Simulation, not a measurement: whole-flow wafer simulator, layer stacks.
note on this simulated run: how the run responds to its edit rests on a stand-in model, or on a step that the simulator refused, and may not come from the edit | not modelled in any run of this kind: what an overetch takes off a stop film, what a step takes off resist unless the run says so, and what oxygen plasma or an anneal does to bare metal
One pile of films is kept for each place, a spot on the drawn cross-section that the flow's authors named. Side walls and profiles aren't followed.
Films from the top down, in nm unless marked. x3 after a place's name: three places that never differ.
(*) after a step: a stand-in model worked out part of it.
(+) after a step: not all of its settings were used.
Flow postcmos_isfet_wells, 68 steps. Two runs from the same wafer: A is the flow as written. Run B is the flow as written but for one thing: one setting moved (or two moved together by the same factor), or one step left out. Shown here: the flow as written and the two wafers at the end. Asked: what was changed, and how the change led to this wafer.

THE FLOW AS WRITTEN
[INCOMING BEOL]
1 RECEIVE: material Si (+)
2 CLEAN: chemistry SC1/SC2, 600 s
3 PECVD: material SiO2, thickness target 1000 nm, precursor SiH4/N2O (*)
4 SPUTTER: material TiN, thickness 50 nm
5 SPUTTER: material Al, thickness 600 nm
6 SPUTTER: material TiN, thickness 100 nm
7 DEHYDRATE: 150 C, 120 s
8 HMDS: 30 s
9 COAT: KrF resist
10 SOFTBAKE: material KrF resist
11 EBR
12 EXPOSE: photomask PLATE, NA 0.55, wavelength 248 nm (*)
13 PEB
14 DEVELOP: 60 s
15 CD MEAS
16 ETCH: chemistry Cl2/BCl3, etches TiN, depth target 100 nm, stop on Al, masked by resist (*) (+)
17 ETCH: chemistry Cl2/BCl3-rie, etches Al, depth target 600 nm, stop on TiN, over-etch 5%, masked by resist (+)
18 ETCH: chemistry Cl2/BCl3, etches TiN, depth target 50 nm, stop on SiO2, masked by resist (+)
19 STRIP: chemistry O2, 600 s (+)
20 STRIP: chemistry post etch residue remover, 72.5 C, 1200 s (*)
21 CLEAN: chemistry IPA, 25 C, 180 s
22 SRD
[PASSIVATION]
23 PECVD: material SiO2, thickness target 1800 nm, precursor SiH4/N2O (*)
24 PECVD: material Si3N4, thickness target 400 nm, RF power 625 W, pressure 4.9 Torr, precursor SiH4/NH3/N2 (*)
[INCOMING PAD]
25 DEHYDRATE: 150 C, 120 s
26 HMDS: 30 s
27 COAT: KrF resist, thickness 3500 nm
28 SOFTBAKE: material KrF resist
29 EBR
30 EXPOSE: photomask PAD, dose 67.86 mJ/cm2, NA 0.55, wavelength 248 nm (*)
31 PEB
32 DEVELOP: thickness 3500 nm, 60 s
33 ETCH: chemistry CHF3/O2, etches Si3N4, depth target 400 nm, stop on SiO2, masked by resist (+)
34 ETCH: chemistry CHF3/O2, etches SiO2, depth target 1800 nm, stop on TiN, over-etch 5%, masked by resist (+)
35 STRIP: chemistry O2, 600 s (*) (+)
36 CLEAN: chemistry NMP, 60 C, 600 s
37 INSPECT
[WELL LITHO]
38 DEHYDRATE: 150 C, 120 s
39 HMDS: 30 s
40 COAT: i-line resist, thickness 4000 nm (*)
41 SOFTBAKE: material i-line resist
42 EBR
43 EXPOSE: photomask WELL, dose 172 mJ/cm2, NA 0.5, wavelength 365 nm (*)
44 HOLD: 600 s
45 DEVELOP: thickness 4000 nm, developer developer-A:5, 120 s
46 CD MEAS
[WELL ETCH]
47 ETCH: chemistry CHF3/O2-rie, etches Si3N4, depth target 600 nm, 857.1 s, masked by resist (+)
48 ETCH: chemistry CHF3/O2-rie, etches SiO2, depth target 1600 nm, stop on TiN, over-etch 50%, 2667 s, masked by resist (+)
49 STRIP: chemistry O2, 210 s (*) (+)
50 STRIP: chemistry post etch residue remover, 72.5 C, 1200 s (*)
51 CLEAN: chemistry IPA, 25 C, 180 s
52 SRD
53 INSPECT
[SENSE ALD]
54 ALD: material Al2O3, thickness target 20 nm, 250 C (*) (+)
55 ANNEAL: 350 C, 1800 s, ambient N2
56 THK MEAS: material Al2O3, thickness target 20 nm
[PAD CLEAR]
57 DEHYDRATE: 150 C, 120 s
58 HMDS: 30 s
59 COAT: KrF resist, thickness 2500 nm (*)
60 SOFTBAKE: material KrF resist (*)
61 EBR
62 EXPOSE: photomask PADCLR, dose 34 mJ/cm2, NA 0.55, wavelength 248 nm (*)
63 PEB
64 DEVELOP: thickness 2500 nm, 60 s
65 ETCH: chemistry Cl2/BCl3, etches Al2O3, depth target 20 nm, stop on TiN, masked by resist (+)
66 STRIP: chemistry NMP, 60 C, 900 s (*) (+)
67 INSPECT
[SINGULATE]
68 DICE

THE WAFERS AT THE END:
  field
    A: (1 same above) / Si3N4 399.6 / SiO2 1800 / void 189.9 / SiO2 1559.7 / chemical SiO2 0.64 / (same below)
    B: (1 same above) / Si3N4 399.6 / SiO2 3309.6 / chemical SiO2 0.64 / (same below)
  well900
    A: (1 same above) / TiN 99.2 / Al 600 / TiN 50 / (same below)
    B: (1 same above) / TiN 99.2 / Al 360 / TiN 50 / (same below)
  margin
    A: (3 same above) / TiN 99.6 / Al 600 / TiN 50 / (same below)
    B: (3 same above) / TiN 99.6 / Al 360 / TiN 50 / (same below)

The cause: step 5, SPUTTER: thickness 360 nm was run, where the flow has thickness 600 nm.
It can be read off the wafer: well900 has Al 360, and step 5 as written asks for 600 nm.

How the change led to this, step by step:
  5 SPUTTER: material Al, thickness 600 nm
      field, margin, well900 and 6 more: A Al +600 (new film) | B Al +360 (new film)
  17 ETCH: chemistry Cl2/BCl3-rie, etches Al, depth target 600 nm, stop on TiN, over-etch 5%, masked by resist (+)
      margin, well900, well1300, well2000, well3000, pad_rim, pad_clr, pad_open: A KrF resist -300 | B KrF resist -189
      field: A Al -600 (all of it) | B Al -360 (all of it)
  19 STRIP: chemistry O2, 600 s (+)
      margin, well900, well1300, well2000, well3000, pad_rim, pad_clr, pad_open: A KrF resist -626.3 (all of it) | B KrF resist -737.3 (all of it)
  23 PECVD: material SiO2, thickness target 1800 nm, precursor SiH4/N2O (*)
      field: A SiO2 +1800 (new film), void +189.9 (new film), SiO2 +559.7 | B SiO2 +2309.6
